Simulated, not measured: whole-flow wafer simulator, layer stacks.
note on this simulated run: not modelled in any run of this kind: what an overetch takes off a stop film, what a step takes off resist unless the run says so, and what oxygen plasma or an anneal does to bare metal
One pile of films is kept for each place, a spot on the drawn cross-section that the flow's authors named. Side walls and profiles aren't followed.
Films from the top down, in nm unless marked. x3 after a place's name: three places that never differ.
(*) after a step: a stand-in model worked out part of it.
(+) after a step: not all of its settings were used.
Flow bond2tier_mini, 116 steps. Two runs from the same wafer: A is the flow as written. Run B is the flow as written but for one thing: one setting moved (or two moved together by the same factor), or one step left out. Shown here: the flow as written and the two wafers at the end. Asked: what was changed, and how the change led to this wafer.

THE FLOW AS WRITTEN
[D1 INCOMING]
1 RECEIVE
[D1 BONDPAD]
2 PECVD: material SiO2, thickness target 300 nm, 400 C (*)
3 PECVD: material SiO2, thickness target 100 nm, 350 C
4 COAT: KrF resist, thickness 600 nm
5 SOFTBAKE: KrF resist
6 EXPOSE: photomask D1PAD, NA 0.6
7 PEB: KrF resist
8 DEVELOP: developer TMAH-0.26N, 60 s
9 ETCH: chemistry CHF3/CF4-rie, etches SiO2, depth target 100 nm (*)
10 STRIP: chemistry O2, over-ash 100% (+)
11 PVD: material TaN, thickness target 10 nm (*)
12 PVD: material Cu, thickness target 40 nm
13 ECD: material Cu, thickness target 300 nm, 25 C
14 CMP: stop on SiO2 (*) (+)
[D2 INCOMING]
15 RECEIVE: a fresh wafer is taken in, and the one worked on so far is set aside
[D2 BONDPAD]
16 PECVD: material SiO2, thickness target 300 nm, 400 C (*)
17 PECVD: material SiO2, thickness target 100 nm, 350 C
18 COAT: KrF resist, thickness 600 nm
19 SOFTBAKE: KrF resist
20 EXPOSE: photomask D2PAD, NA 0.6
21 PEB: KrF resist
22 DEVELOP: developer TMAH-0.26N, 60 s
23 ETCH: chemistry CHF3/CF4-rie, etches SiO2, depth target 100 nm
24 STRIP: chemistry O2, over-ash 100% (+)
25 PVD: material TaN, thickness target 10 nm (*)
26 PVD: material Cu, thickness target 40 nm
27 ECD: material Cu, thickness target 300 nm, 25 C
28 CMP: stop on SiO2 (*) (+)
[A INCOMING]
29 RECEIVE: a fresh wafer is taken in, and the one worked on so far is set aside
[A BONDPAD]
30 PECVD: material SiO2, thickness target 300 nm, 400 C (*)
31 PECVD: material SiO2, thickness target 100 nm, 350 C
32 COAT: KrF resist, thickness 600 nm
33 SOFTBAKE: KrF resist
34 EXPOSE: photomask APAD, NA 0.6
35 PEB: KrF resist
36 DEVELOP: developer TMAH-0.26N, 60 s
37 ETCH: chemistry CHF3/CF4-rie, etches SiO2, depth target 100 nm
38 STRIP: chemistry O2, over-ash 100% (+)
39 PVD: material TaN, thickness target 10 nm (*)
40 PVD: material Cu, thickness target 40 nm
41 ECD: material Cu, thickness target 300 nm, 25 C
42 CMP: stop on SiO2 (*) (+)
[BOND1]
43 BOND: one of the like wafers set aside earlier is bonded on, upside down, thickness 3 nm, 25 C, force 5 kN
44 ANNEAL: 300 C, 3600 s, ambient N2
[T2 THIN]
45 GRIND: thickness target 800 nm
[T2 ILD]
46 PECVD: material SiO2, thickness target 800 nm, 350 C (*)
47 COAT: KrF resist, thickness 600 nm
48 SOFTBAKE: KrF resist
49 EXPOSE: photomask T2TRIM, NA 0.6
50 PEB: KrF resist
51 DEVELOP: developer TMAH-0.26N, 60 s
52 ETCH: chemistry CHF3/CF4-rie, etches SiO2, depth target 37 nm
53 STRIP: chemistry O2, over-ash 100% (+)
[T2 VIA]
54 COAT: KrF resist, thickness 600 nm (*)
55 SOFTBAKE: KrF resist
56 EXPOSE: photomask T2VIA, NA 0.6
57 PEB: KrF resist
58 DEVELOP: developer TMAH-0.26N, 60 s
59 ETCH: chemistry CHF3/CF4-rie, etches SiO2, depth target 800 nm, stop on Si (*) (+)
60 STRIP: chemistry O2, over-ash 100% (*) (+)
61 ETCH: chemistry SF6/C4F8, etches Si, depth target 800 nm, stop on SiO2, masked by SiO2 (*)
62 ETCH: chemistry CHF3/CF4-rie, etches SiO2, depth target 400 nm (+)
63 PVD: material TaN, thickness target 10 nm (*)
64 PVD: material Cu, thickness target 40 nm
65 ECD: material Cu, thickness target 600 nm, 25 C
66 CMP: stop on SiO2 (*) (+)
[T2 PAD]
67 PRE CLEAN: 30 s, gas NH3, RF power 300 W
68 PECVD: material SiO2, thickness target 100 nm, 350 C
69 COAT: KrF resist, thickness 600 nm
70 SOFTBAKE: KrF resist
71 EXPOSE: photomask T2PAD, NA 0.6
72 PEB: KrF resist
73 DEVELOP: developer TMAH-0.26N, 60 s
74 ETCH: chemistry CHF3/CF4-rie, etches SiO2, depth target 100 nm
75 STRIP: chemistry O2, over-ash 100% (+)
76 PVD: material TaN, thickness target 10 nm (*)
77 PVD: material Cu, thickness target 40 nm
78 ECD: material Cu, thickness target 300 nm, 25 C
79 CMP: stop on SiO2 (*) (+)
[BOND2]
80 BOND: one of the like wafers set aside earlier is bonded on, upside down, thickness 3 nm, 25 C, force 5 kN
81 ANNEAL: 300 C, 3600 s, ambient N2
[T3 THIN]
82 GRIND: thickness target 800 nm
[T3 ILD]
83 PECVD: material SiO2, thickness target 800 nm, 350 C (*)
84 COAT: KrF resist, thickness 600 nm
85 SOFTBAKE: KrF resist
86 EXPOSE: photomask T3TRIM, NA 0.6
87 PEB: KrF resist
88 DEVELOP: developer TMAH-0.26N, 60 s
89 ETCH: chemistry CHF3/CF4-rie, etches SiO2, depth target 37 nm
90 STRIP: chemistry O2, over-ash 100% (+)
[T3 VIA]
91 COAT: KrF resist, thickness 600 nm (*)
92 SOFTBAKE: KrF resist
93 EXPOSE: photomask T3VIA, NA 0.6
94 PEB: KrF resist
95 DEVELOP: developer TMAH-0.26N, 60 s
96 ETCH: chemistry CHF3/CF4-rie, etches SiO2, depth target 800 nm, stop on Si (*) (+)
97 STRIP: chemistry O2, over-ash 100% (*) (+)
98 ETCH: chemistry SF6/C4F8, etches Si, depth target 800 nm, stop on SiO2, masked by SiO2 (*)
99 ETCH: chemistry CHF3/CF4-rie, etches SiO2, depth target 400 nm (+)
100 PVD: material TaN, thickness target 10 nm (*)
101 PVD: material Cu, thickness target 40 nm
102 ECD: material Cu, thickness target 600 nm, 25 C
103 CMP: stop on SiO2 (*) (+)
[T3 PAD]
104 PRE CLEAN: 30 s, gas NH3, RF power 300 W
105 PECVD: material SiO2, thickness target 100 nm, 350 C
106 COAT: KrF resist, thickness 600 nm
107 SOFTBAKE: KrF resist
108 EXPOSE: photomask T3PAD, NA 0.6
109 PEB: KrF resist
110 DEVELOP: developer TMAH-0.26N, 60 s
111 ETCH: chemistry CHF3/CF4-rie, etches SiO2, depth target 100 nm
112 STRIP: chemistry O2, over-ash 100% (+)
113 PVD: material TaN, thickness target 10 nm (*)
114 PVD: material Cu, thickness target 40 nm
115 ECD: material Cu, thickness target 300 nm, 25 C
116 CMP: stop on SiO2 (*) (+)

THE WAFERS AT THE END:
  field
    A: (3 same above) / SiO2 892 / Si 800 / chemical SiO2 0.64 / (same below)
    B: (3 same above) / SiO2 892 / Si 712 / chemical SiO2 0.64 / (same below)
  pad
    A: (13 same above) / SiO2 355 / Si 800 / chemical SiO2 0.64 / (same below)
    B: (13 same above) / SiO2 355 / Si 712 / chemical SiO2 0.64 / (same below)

The cause: step 45, GRIND: thickness target 712 nm was run, where the flow has thickness target 800 nm.
It can be read off the wafer: field has Si 712, and step 45 as written asks for 800 nm.

How the change led to this, step by step:
  45 GRIND: thickness target 800 nm
      field, pad, via: A Si -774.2 um | B Si -774.29 um
